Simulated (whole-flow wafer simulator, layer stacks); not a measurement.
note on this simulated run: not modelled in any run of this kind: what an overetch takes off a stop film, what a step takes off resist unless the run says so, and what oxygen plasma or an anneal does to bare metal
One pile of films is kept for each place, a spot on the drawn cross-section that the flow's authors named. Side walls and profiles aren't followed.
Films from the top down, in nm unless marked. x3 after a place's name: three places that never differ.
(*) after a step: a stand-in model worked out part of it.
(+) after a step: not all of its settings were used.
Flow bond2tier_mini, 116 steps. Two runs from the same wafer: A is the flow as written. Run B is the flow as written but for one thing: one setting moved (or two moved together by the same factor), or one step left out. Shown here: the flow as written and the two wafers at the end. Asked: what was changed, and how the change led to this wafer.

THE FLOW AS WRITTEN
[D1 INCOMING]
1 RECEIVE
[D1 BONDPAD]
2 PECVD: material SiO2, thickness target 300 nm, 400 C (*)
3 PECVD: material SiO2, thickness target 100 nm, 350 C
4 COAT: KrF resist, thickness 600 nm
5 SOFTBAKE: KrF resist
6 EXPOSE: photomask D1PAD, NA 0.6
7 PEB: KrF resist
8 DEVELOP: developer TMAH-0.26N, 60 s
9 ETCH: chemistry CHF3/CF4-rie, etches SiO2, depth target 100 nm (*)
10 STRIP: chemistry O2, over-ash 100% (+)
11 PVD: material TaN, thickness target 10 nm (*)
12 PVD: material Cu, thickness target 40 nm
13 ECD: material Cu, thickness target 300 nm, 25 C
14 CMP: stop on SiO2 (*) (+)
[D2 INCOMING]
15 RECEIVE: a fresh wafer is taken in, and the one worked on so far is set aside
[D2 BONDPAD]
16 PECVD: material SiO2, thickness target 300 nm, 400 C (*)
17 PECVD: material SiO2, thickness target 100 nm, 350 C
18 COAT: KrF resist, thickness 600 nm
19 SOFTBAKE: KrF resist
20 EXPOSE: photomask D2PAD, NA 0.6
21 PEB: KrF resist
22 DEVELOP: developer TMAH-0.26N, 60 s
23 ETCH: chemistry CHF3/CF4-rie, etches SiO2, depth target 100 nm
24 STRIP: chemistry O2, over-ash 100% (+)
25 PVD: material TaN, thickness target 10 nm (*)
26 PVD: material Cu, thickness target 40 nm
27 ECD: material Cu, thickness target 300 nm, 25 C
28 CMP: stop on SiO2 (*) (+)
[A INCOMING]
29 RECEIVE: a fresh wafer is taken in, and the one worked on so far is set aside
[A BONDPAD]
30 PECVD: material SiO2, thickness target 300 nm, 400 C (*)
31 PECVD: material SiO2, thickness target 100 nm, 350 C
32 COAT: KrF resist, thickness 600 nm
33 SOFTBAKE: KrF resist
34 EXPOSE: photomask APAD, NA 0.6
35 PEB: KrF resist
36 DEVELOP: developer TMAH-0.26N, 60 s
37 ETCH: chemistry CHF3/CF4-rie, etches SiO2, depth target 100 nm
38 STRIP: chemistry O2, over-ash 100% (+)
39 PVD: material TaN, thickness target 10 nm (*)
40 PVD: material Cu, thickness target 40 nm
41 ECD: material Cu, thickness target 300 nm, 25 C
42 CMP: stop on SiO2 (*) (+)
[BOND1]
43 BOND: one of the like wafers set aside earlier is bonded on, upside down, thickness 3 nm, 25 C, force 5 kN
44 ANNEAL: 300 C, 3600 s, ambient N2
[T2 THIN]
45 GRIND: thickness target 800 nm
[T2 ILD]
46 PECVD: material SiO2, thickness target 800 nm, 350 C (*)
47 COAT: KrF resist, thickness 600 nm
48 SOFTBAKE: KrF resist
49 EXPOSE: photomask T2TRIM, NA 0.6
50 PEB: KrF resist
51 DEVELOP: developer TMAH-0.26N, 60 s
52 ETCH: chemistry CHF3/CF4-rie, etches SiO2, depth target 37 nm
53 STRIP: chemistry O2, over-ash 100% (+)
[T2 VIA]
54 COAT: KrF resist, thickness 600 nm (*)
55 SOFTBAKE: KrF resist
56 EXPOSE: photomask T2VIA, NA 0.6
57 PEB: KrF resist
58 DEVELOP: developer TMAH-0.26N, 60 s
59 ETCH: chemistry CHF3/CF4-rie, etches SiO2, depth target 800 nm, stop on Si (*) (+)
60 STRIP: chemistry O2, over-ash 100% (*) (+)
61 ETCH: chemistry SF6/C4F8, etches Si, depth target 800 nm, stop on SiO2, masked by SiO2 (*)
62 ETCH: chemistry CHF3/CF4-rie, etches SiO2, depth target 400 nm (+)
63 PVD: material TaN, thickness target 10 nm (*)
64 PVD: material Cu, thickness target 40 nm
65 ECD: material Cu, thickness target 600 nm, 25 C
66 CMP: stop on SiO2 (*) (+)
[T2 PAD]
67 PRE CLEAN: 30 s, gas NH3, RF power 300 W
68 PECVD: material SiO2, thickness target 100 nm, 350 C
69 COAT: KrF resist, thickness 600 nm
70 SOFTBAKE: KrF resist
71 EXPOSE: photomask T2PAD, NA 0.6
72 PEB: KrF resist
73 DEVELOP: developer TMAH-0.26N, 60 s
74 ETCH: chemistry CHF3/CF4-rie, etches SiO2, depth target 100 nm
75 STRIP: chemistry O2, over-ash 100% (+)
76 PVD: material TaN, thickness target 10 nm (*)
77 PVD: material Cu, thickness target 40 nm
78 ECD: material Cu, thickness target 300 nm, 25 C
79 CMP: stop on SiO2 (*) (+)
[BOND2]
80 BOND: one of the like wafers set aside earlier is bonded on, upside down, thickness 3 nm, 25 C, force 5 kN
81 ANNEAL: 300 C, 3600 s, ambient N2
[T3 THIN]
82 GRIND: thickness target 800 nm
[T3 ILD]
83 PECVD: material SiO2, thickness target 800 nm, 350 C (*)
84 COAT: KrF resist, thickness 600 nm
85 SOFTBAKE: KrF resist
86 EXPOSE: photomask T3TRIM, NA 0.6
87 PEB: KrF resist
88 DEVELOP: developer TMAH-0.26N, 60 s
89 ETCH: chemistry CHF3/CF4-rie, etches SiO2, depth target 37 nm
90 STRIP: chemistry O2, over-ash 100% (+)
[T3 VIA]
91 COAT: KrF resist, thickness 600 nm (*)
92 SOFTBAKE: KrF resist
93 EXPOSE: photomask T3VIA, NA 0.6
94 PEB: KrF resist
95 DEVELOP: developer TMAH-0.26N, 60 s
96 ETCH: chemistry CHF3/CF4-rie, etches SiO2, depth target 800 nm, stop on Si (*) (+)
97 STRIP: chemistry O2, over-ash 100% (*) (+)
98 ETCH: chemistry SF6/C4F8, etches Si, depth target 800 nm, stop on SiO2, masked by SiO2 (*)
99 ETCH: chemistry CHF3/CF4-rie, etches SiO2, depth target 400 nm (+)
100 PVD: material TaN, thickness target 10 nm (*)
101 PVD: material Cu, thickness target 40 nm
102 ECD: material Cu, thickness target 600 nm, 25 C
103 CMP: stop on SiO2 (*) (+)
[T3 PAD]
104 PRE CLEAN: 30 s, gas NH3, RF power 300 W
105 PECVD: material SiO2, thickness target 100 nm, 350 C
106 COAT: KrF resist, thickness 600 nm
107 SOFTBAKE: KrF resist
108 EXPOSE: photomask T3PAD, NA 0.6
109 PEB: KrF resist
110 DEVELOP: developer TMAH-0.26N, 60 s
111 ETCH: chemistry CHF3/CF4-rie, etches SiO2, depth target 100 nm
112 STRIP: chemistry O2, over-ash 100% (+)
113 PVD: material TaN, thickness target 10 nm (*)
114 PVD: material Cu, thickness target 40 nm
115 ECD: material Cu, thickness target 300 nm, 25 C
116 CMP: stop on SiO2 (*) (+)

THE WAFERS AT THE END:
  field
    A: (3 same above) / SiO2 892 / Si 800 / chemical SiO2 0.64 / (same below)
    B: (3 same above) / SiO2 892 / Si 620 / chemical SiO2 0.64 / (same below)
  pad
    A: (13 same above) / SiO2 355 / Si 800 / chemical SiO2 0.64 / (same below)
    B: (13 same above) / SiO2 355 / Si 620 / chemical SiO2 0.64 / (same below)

The cause: step 45, GRIND: thickness target 620 nm was run, where the flow has thickness target 800 nm.
It can be read off the wafer: field has Si 620, and step 45 as written asks for 800 nm.

How the change led to this, step by step:
  45 GRIND: thickness target 800 nm
      field, pad, via: A Si -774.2 um | B Si -774.38 um
